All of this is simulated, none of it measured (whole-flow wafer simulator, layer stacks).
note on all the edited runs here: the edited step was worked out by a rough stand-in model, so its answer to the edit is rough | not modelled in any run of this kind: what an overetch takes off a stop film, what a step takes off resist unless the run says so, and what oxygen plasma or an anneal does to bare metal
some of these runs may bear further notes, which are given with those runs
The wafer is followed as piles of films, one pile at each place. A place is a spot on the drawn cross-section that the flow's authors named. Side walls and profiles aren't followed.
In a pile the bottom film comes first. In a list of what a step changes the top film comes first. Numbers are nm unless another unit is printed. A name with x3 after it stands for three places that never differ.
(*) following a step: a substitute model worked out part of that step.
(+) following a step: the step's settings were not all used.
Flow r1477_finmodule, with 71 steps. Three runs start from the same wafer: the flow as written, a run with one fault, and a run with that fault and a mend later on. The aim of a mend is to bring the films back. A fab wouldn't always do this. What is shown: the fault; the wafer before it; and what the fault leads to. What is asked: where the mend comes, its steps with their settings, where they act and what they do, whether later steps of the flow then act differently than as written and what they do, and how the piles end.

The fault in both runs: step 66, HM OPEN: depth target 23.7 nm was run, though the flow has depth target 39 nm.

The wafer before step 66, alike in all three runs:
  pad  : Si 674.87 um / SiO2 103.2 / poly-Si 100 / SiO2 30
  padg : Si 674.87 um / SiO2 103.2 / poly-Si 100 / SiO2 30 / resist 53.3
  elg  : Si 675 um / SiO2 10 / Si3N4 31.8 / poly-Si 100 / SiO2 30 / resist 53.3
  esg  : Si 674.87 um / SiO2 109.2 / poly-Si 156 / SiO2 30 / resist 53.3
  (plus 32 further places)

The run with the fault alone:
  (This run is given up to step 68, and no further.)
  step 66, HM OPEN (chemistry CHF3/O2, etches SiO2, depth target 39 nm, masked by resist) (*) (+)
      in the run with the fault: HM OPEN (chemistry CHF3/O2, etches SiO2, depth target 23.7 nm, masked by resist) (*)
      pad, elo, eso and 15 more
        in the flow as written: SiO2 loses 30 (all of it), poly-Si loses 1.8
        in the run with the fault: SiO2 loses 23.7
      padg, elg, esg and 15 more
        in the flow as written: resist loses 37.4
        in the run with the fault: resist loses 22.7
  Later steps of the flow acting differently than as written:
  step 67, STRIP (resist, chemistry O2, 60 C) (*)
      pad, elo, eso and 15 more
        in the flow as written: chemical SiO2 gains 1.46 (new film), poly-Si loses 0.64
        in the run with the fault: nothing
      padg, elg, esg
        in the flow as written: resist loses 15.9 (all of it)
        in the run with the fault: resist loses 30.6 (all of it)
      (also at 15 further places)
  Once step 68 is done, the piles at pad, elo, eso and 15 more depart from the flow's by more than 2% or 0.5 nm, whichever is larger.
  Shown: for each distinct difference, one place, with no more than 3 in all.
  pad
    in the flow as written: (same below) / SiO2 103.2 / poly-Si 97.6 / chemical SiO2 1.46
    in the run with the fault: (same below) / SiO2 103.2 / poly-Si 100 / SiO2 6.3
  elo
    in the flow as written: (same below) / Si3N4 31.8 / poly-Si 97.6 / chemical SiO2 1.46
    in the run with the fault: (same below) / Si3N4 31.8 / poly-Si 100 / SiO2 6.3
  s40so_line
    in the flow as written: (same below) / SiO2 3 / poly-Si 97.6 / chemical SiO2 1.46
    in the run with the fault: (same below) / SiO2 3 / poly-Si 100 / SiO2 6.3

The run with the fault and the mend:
  The mend follows step 67.
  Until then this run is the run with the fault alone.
  step 67a, DEHYDRATE (150 C, 120 s) (a further turn of the flow's step 59)
      leaves every film unchanged at each place that is followed
  step 67b, COAT (resist, thickness 70 nm) (*) (a further turn of the flow's step 60)
      e40lg, e100lg, e200lg, elo, e40lo, e100lo, e200lo
        resist gains 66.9 (new film)
      s40sg, s45sg, s40so, s45so
        resist gains 91 (new film)
      s40sg_line, s45sg_line, s40so_line, s45so_line
        resist gains 68.5 (new film)
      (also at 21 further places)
  step 67c, SOFTBAKE (180 C, 180 s) (*) (a further turn of the flow's step 61)
      leaves every film unchanged at each place that is followed
  step 67d, EXPOSE (resist, photomask GATE) (a further turn of the flow's step 62)
      leaves every film unchanged at each place that is followed
  step 67e, DEVELOP (*) (a further turn of the flow's step 63)
      elo, e40lo, e100lo, e200lo
        resist loses 66.9 (all of it)
      eso, e40so
        resist loses 129.5 (all of it)
      s40so, s45so
        resist loses 91 (all of it)
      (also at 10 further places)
  step 67f, DESCUM (chemistry O2, 20 C, 10 s) (*) (a further turn of the flow's step 65)
      padg, elg, esg and 15 more
        resist loses 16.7
  step 67g, HM OPEN (chemistry CHF3/O2, etches SiO2, depth target 15.3 nm, masked by resist) (*) (+) (a further turn of the flow's step 66, with different settings)
      pad, elo, eso and 15 more
        SiO2 loses 6.3 (all of it), poly-Si loses 0.63
      padg, elg, esg and 15 more
        resist loses 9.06
  step 67h, STRIP (resist, chemistry O2, 60 C) (*) (a further turn of the flow's step 67)
      pad, elo, eso and 15 more
        chemical SiO2 gains 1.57 (new film), poly-Si loses 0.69
      e40lg, e100lg, e200lg
        resist loses 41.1 (all of it)
      elg, esg
        resist loses 44.2 (all of it)
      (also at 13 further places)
  Later steps of the flow that are run all act as written at every place that is followed, up to a difference of at most 2% or 0.5 nm, whichever is larger.
  The piles end only slightly different from the flow's at the places that both follow, by no more than 2% or 0.5 nm, whichever is larger.
